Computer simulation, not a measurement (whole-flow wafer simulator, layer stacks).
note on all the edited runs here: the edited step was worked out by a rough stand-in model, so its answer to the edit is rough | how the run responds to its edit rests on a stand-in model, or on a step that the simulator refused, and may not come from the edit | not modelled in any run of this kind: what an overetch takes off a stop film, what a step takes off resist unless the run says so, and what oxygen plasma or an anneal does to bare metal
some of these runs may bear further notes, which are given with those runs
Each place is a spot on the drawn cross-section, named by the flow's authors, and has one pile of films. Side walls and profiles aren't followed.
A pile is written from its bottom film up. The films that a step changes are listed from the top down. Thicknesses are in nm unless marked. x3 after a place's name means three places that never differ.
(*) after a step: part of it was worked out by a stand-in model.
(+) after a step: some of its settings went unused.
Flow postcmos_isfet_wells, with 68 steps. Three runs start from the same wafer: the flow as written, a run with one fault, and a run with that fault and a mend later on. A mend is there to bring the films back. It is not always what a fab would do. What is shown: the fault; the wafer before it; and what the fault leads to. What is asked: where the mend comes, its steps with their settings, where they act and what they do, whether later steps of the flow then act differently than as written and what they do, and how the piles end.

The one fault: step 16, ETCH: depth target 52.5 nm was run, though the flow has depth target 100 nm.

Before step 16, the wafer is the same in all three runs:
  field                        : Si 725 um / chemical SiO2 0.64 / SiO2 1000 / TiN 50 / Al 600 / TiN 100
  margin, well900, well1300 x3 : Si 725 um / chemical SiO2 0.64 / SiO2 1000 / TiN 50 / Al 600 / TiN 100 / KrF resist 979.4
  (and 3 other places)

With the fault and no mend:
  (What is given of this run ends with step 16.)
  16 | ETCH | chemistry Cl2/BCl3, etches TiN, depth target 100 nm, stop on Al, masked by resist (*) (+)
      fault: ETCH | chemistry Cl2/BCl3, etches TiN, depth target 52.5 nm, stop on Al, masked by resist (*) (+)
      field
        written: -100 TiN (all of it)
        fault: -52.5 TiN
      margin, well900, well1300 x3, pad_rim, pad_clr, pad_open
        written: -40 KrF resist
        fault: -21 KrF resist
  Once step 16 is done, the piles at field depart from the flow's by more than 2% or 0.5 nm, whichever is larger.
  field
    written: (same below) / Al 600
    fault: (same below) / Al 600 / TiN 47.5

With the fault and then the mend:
  The mend stands after step 16.
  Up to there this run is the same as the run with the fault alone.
  16a | ETCH | chemistry Cl2/BCl3, etches TiN, depth target 47.5 nm, stop on Al, masked by resist (the flow's step 16 again, with other settings)
      margin, well900, well1300 x3, pad_rim, pad_clr, pad_open
        -19 KrF resist
      field
        -47.5 TiN (all of it)
  None of the later steps of the flow acts differently than as written at any place that is followed.
  By the end, the piles equal the flow's at every place that both follow.
